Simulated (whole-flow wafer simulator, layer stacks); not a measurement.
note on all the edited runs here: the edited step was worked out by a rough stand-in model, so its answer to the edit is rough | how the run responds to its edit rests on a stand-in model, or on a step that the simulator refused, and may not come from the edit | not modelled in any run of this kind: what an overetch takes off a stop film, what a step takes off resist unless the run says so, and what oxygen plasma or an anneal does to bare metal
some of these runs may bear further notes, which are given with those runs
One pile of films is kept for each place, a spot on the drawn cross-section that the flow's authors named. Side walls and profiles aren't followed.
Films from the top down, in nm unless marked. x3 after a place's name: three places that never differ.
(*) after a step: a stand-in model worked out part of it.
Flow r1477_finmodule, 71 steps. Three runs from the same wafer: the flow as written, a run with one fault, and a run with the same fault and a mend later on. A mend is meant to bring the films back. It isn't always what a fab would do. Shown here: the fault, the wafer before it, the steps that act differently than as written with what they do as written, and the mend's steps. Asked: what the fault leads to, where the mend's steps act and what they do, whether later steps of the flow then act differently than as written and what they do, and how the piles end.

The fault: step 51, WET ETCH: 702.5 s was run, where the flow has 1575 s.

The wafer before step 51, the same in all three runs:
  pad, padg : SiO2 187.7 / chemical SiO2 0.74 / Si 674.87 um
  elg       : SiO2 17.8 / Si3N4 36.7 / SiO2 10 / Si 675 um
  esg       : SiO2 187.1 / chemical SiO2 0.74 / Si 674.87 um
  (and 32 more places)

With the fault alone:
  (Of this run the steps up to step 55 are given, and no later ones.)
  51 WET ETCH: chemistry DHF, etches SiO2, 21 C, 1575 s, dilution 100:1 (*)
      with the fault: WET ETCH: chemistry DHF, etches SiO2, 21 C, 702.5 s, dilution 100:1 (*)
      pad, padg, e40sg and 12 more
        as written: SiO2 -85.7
        with the fault: SiO2 -38.2
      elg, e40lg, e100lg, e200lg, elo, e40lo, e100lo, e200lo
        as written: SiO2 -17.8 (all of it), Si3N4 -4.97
        with the fault: SiO2 -17.8 (all of it), Si3N4 -1.41
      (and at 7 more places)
  No later step of the flow up to step 55 acts differently than as written, at any place that is followed, by more than 2% or 0.5 nm, whichever is larger.
  After step 55 the piles differ from the flow's by more than 2% or 0.5 nm, whichever is larger, at pad, padg, elg and 27 more.
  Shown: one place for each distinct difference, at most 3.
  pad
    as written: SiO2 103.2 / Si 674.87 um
    with the fault: SiO2 150.6 / Si 674.87 um
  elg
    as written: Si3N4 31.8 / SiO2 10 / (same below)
    with the fault: Si3N4 35.3 / SiO2 10 / (same below)
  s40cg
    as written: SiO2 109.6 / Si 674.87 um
    with the fault: SiO2 153.4 / Si 674.87 um

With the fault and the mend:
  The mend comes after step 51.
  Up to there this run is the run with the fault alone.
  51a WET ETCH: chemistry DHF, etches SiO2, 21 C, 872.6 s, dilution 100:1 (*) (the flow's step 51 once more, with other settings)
      pad, padg, e40sg and 12 more
        SiO2 -47.5
      elg, e40lg, e100lg, e200lg, elo, e40lo, e100lo, e200lo
        Si3N4 -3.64
      esg, s40cg, s45cg, s50cg, s40co, s45co, s50co
        SiO2 -43.8
  No later step of the flow acts differently than as written, at any place that is followed, by more than 2% or 0.5 nm, whichever is larger.
  At the end the piles differ from the flow's only slightly at the places that both follow, by at most 2% or 0.5 nm, whichever is larger.
